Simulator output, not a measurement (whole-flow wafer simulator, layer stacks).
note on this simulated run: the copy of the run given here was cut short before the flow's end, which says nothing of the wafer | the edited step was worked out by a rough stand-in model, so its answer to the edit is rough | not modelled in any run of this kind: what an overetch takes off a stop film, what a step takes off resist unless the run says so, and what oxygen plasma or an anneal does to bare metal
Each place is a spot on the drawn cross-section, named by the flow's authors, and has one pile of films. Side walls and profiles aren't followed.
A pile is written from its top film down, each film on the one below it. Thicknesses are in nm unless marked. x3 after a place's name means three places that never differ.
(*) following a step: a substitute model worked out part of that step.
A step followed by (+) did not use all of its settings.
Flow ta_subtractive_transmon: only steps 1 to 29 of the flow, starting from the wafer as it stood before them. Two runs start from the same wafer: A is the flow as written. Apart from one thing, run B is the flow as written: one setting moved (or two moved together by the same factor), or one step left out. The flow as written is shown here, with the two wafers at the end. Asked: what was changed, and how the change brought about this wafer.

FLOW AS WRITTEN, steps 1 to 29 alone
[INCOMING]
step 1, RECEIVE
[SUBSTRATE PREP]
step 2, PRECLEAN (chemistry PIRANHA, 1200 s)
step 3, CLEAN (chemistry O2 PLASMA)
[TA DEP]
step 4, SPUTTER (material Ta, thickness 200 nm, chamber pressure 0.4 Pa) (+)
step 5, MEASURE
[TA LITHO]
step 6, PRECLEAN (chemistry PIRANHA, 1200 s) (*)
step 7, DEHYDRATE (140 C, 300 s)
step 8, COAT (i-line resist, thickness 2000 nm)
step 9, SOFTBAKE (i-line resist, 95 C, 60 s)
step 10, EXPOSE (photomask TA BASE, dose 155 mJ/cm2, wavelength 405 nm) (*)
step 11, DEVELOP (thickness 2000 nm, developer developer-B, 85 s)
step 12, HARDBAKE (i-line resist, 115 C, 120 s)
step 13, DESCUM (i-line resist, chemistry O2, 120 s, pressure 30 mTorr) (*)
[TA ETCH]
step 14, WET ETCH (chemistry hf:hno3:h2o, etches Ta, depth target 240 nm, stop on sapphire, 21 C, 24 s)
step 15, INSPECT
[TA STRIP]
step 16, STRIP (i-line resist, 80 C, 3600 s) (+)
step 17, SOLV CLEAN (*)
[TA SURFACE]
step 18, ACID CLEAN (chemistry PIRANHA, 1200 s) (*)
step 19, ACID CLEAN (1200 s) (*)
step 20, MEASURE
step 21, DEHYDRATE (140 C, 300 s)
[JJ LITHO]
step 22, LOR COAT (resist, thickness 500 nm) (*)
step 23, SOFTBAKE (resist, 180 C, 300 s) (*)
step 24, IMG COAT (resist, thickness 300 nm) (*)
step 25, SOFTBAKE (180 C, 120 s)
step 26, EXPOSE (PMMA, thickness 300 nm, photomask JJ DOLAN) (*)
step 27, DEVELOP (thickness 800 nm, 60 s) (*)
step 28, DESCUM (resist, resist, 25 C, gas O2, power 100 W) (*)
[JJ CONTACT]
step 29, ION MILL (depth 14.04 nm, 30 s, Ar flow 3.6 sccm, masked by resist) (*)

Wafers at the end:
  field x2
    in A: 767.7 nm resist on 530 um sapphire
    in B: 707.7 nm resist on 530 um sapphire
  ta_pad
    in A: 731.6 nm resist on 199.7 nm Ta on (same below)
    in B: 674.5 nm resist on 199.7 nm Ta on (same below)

Cause: step 24, IMG COAT: thickness 240 nm was run, whereas the flow has thickness 300 nm.

The path from the change to this, step by step:
  step 24, IMG COAT (resist, thickness 300 nm) (*)
      field x2, jj_line: A resist gains 300 | B resist gains 240
      lead: A resist gains 312.6 | B resist gains 250.8
      (and at 2 other places as well)
  step 27, DEVELOP (thickness 800 nm, 60 s) (*)
      jj_line: A resist loses 800 (all of it) | B resist loses 740 (all of it)
      lead: A resist loses 867.4 (all of it) | B resist loses 805.6 (all of it)
      (and at 1 other place as well)
